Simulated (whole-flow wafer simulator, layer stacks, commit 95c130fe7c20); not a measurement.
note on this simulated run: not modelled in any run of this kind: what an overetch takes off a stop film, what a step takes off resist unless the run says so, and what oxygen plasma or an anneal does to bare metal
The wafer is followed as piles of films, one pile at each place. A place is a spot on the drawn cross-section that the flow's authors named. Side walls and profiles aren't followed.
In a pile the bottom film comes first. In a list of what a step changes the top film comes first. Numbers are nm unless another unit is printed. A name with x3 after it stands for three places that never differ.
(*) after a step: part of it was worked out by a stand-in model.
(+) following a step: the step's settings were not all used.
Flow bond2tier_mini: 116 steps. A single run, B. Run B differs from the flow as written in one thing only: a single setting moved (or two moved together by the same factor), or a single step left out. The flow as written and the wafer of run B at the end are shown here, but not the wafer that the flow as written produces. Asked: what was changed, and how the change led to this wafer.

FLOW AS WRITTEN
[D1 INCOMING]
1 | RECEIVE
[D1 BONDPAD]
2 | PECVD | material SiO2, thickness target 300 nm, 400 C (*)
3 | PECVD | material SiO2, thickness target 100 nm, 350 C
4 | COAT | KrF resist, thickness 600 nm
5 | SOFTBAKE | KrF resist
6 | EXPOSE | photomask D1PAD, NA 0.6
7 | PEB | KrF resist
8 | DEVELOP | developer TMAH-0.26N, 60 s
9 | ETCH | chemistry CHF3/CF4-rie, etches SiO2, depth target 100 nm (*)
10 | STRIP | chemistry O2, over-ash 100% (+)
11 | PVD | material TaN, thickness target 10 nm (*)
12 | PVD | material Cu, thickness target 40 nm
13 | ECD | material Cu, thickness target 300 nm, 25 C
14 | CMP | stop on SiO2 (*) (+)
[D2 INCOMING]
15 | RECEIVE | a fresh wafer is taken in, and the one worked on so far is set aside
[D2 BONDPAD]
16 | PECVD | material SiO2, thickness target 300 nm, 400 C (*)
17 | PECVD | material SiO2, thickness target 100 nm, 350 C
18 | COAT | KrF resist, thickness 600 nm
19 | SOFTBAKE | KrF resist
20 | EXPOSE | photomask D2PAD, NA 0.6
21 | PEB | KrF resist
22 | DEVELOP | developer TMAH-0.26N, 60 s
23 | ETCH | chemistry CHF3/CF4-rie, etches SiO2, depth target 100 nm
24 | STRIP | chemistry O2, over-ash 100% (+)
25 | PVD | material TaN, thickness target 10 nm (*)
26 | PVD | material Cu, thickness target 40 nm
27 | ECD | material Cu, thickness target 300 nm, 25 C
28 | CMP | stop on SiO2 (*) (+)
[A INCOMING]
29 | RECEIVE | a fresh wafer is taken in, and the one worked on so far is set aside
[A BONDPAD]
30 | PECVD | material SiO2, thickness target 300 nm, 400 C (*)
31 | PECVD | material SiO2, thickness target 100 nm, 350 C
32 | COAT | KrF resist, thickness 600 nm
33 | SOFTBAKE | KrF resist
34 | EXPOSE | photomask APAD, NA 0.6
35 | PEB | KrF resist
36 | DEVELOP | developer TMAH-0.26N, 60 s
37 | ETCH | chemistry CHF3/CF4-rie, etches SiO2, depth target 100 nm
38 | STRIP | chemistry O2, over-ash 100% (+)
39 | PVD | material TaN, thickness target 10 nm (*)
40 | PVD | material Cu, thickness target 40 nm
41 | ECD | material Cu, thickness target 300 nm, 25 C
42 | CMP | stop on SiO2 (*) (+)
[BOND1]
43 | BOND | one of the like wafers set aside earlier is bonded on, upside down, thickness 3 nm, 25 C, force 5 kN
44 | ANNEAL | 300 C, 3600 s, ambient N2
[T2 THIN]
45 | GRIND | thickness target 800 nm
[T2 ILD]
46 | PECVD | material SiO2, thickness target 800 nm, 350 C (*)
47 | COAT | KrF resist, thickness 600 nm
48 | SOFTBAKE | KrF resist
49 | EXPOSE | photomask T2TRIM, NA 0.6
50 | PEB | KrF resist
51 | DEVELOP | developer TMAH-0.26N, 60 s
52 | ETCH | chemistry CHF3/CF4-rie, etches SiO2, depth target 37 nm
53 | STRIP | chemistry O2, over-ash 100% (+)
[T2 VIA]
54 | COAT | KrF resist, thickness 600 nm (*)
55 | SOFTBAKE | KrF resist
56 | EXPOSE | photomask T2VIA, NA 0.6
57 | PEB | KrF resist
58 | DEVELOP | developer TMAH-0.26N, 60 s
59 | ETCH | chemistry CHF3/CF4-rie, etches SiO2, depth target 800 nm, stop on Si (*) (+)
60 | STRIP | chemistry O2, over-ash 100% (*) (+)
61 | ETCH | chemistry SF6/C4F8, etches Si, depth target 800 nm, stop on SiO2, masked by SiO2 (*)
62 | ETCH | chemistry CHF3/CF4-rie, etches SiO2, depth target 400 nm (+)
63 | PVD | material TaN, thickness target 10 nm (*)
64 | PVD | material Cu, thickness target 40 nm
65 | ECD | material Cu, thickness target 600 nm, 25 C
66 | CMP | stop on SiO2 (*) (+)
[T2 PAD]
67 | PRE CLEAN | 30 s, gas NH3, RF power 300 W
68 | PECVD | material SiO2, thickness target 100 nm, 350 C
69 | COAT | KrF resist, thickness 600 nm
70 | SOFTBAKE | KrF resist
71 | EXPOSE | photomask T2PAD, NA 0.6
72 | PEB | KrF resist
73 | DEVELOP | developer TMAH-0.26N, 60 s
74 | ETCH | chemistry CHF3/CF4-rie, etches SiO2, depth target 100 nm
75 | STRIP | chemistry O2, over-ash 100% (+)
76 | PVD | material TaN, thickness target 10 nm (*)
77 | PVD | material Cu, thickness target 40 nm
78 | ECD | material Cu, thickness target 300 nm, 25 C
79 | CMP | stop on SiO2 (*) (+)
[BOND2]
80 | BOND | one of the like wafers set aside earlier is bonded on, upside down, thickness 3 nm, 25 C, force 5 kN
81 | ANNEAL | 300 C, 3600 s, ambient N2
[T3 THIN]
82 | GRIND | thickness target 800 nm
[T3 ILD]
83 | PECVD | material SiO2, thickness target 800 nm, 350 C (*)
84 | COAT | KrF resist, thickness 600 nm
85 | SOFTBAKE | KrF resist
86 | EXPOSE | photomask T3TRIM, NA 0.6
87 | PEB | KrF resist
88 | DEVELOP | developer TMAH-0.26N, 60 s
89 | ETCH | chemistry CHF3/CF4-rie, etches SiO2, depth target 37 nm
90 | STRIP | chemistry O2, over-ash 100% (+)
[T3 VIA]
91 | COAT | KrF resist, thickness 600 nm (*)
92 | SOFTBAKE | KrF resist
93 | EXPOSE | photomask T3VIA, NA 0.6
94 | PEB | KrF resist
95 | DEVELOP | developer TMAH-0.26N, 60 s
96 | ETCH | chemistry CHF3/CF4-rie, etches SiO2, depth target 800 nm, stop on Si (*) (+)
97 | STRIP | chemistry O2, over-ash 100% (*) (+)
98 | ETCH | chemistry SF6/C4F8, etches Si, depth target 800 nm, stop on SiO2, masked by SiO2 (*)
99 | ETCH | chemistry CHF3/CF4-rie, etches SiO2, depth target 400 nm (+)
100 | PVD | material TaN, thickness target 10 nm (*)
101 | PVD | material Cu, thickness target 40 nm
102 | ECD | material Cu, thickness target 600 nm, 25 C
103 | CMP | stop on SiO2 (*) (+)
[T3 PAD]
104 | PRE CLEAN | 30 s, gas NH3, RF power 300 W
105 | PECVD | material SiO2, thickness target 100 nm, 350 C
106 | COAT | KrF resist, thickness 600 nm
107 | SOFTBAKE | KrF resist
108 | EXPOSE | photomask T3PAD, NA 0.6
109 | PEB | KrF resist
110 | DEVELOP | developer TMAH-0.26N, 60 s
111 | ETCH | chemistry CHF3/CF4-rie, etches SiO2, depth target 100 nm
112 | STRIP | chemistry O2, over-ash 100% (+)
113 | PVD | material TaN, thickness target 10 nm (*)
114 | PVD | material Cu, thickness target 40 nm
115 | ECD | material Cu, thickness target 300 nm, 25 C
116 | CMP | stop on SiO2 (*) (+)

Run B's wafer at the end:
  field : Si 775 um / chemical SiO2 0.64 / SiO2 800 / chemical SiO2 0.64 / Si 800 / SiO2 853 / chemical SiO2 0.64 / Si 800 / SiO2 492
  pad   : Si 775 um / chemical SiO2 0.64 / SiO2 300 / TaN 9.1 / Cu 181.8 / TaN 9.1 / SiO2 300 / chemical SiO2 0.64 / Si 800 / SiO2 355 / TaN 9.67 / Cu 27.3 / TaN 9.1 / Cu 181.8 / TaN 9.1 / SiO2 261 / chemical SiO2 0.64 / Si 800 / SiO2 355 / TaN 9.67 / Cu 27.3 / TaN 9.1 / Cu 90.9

What caused this: step 17, PECVD: thickness target 61 nm was run, while the flow as written has thickness target 100 nm.

How this came from the change, step by step:
  17 | PECVD | material SiO2, thickness target 100 nm, 350 C
      field, pad, via: +61 SiO2 (in the flow as written it would be: +100 SiO2)
  80 | BOND | one of the like wafers set aside earlier is bonded on, upside down, thickness 3 nm, 25 C, force 5 kN
      field: +775 um Si (new film), +0.64 chemical SiO2 (new film), +361 SiO2 (in the flow as written it would be: +775 um Si (new film), +0.64 chemical SiO2 (new film), +400 SiO2)
      pad: +775 um Si (new film), +0.64 chemical SiO2 (new film), +261 SiO2 (new film), +9.1 TaN (new film), +90.9 Cu (in the flow as written it would be: +775 um Si (new film), +0.64 chemical SiO2 (new film), +300 SiO2 (new film), +9.1 TaN (new film), +90.9 Cu)
